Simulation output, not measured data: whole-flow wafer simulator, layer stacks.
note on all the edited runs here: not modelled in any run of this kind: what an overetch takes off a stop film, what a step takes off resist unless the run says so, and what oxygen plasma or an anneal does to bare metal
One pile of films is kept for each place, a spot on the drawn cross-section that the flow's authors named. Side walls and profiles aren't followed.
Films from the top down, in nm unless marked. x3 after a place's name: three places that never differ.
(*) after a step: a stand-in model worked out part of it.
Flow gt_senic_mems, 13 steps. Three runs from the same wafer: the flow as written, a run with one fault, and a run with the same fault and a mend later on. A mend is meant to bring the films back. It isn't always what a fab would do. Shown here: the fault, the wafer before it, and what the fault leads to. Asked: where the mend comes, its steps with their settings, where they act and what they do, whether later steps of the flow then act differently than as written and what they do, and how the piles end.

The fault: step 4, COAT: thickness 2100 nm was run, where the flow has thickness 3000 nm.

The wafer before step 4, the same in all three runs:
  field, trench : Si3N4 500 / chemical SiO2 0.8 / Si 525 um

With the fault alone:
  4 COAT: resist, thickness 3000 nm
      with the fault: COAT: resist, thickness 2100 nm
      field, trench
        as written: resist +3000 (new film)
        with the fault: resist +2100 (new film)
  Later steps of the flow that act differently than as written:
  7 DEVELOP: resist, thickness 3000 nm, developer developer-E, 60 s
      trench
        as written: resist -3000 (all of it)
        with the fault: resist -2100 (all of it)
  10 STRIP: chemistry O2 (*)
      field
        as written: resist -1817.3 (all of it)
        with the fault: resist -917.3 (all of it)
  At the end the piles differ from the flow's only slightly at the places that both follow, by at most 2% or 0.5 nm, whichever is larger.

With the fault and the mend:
  The mend comes after step 7.
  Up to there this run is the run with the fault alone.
  7a STRIP: chemistry O2 (*)
      field
        resist -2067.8 (all of it)
  7b HMDS (the flow's step 3 once more)
      changes no film at any place that is followed
  7c COAT: resist, thickness 3000 nm (the flow's step 4 once more)
      field, trench
        resist +3000 (new film)
  7d SOFTBAKE: resist (the flow's step 5 once more)
      changes no film at any place that is followed
  7e EXPOSE: photomask DEVICE, dose 108.9 mJ/cm2, wavelength 405 nm (*) (the flow's step 6 once more)
      changes no film at any place that is followed
  7f DEVELOP: resist, developer developer-E, 60 s (the flow's step 7 once more, with other settings)
      field
        resist -32.2
      trench
        resist -3000 (all of it)
  No later step of the flow acts differently than as written at any place that is followed.
  At the end the piles are the same as the flow's at every place that both follow.
